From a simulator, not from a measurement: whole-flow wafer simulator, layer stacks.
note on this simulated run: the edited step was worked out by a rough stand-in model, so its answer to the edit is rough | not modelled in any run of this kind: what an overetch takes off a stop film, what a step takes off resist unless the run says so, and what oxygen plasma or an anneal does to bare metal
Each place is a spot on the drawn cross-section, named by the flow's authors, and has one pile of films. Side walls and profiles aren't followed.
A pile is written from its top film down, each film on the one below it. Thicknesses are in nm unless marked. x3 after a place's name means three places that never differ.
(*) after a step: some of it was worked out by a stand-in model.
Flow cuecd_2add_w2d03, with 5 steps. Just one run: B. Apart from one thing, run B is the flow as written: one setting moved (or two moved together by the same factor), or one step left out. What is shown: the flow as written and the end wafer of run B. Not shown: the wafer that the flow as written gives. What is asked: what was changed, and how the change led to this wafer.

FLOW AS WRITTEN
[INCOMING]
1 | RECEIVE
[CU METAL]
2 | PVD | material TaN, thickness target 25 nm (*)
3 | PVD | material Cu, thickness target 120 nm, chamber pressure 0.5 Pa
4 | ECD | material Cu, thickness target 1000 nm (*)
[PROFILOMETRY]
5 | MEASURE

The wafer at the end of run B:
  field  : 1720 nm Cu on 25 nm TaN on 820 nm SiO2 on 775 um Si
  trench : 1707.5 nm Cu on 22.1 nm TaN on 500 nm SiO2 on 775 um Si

What caused this: step 4, ECD: thickness target 1600 nm was run, whereas the flow has thickness target 1000 nm.

How this came from the change, step by step:
  4 | ECD | material Cu, thickness target 1000 nm (*)
      field: Cu gains 1600 (as written it would have been: Cu gains 1000)
      trench: Cu gains 1600.3 (as written it would have been: Cu gains 1000)
